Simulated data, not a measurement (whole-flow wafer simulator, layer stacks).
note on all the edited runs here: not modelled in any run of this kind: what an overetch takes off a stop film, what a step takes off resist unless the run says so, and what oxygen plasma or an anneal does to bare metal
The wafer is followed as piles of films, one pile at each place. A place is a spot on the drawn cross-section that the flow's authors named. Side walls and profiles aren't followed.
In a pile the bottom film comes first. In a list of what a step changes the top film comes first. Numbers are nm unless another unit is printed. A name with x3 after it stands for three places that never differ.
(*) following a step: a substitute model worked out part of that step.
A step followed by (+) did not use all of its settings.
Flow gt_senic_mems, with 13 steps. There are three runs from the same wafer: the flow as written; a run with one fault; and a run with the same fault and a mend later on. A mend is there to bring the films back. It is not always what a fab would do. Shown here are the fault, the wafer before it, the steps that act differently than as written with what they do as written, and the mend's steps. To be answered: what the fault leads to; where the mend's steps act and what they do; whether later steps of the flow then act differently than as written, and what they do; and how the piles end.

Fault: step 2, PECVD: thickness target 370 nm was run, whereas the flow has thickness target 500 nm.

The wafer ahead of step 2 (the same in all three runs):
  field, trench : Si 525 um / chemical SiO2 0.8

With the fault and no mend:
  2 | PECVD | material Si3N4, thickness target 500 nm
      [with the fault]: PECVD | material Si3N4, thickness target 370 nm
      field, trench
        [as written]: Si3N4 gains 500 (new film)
        [with the fault]: Si3N4 gains 370 (new film)
  Steps later in the flow that act otherwise than as written (1 more step, not shown, differs only slightly: by at most 2% or 0.5 nm, whichever is larger):
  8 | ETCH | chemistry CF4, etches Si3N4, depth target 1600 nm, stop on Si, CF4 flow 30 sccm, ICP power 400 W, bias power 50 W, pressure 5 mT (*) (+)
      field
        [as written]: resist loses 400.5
        [with the fault]: resist loses 313.9
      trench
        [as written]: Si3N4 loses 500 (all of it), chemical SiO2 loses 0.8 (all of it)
        [with the fault]: Si3N4 loses 370 (all of it), chemical SiO2 loses 0.8 (all of it)
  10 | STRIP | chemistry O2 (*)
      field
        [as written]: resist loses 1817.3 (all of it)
        [with the fault]: resist loses 1904 (all of it)
  At field, the piles at the end differ from the flow's by more than 2% or 0.5 nm, whichever is larger.
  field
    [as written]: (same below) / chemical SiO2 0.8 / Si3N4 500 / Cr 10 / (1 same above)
    [with the fault]: (same below) / chemical SiO2 0.8 / Si3N4 370 / Cr 10 / (1 same above)

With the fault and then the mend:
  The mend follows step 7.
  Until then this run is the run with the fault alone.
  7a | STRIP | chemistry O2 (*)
      field
        resist loses 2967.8 (all of it)
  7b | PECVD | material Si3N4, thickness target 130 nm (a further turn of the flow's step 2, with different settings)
      field, trench
        Si3N4 gains 130
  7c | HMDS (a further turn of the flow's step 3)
      does not change any film at any place that is followed
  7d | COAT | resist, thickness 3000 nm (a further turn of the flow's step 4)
      field, trench
        resist gains 3000 (new film)
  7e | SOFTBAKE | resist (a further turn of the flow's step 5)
      does not change any film at any place that is followed
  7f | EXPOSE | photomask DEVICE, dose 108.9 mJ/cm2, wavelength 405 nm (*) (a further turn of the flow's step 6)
      does not change any film at any place that is followed
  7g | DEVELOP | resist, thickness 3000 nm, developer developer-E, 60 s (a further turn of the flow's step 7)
      field
        resist loses 32.2
      trench
        resist loses 3000 (all of it)
  Later steps of the flow that are run all act as written at every place that is followed.
  By the end, the piles equal the flow's at every place that both follow.
